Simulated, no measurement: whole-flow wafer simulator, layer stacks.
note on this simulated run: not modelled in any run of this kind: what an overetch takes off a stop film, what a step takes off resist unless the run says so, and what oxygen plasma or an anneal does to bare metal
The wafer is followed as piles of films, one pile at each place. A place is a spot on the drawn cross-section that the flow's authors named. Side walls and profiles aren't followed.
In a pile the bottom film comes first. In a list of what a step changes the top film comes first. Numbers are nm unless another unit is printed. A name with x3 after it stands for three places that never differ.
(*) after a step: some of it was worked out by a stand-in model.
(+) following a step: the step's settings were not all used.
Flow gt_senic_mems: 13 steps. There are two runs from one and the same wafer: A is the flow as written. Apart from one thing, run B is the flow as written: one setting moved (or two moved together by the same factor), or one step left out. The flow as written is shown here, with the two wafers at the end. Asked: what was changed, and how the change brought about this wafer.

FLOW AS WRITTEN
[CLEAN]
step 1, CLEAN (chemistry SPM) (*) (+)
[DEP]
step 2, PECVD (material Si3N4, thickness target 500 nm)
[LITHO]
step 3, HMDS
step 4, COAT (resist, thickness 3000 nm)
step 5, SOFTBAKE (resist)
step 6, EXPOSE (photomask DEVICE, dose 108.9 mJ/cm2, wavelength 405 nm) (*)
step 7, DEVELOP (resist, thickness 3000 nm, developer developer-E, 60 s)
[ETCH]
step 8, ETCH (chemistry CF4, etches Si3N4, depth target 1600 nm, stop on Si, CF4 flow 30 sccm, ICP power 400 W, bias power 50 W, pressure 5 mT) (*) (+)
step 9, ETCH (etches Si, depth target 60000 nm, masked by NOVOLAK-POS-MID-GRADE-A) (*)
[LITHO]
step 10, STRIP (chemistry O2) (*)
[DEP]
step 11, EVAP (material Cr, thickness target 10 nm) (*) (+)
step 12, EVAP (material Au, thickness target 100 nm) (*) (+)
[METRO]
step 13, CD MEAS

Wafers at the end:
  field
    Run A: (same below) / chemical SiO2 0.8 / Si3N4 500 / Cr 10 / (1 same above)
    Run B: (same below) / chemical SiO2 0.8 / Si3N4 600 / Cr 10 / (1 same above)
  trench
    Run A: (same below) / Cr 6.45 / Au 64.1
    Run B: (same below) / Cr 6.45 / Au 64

What caused this: step 2, PECVD: thickness target 600 nm was run, while the flow as written has thickness target 500 nm.
One can read it off the wafer: field has Si3N4 600, and step 2 as written asks for 500 nm.

The path from the change to this, step by step:
  step 2, PECVD (material Si3N4, thickness target 500 nm)
      field, trench: A +500 Si3N4 (new film) | B +600 Si3N4 (new film)
  step 8, ETCH (chemistry CF4, etches Si3N4, depth target 1600 nm, stop on Si, CF4 flow 30 sccm, ICP power 400 W, bias power 50 W, pressure 5 mT) (*) (+)
      field: A -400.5 resist | B -467.2 resist
      trench: A -500 Si3N4 (all of it), -0.8 chemical SiO2 (all of it) | B -600 Si3N4 (all of it), -0.8 chemical SiO2 (all of it)
  step 10, STRIP (chemistry O2) (*)
      field: A -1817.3 resist (all of it) | B -1750.6 resist (all of it)
